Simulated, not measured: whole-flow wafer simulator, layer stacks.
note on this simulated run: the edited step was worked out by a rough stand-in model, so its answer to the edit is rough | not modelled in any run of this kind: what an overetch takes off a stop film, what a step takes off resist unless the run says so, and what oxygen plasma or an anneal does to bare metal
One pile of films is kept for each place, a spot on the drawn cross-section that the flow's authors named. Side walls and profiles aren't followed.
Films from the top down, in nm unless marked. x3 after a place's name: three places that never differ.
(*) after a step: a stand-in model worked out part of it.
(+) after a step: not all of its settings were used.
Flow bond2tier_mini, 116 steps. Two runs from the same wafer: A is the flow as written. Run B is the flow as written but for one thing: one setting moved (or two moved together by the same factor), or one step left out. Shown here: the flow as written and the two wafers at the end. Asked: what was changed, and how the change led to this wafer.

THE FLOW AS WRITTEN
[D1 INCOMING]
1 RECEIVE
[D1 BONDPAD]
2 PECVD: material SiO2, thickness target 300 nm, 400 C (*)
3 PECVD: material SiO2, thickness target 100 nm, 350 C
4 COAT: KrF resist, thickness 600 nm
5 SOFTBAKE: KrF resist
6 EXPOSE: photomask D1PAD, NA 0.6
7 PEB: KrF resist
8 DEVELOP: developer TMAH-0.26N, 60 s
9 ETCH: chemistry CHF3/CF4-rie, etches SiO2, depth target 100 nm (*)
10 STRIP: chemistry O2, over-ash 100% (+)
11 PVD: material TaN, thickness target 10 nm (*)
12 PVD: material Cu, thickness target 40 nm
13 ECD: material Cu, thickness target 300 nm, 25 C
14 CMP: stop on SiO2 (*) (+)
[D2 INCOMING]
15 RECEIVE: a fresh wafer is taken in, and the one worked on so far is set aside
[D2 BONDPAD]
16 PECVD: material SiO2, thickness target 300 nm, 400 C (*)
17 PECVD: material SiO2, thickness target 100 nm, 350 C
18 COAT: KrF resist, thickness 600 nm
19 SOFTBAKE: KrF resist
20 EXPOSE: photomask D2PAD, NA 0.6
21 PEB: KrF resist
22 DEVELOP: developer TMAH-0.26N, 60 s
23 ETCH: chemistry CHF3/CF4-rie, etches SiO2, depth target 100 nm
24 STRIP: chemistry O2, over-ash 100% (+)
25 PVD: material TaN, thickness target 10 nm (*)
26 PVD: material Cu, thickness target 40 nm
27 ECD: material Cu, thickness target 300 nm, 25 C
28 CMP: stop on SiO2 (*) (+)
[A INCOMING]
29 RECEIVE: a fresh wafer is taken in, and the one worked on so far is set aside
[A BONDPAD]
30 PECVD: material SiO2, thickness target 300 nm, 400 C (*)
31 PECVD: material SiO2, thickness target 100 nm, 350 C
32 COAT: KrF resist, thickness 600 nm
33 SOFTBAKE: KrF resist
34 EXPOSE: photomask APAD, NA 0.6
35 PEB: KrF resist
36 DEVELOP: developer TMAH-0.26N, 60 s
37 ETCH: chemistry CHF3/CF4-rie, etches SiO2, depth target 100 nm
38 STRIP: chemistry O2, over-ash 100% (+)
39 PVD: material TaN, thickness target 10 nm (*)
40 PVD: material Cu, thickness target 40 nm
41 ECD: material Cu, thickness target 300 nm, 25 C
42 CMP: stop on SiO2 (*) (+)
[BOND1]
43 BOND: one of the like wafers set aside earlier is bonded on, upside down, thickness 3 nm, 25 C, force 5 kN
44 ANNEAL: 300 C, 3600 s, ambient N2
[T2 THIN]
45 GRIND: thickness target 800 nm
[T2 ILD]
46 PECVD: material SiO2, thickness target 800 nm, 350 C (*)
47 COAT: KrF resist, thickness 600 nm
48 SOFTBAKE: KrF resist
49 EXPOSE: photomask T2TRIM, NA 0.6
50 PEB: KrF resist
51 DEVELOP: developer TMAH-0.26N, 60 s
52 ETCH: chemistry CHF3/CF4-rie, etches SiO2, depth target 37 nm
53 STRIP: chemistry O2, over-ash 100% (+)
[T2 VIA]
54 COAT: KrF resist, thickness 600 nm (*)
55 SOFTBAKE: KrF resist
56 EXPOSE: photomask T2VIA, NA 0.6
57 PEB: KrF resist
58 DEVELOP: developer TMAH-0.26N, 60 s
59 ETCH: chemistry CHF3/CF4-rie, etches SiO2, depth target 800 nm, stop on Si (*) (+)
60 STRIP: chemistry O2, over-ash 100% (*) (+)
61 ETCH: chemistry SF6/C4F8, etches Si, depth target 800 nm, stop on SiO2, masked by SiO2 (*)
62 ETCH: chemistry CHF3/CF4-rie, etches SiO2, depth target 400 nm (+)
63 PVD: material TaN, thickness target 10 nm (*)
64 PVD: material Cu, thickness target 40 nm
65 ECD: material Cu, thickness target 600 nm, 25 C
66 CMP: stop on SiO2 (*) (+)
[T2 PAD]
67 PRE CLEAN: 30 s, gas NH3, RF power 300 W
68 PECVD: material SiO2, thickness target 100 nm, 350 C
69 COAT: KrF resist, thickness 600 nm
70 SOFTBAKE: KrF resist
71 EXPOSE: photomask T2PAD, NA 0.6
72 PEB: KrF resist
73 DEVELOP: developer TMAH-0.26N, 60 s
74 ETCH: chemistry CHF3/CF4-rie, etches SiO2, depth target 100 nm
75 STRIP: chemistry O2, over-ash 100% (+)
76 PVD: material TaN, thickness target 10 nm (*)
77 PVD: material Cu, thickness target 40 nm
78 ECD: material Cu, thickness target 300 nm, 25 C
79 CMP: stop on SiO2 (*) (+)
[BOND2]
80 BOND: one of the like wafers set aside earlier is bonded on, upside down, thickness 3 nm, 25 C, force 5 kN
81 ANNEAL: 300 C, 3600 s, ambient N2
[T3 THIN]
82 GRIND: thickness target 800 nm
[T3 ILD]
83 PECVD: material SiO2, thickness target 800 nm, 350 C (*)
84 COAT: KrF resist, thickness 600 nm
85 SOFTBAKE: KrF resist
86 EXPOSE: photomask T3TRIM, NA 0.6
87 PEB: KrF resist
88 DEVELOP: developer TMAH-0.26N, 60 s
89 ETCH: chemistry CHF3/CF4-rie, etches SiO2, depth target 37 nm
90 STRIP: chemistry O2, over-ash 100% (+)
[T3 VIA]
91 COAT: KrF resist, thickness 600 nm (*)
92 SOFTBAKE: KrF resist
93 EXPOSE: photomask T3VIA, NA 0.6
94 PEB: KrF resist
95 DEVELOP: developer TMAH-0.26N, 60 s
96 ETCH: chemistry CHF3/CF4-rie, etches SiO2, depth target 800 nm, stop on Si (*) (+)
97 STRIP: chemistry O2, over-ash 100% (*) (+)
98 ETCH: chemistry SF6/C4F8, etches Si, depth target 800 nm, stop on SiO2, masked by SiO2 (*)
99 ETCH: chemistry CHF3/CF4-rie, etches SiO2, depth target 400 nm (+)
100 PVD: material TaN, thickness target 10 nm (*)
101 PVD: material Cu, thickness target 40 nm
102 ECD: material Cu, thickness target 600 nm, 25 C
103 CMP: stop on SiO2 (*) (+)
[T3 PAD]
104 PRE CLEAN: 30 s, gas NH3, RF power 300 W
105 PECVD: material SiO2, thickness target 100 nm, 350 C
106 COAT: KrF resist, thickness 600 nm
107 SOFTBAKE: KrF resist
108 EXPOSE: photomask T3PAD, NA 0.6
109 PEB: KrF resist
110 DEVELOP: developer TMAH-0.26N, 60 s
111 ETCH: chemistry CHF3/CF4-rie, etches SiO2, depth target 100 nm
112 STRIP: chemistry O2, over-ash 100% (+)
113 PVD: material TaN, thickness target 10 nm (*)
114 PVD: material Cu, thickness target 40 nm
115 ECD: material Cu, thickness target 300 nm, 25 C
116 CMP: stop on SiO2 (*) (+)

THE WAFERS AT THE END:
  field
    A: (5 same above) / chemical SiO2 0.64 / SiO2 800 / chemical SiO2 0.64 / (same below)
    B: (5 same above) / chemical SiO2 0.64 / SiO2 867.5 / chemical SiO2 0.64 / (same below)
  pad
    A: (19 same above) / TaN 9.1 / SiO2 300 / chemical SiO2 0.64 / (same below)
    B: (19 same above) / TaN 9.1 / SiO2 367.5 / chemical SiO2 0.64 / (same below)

The cause: step 30, PECVD: thickness target 367.5 nm was run, where the flow has thickness target 300 nm.
It can be read off the wafer: pad has SiO2 367.5, and step 30 as written asks for 300 nm.

How the change led to this, step by step:
  30 PECVD: material SiO2, thickness target 300 nm, 400 C (*)
      field, pad, via: A SiO2 +300 (new film) | B SiO2 +367.5 (new film)
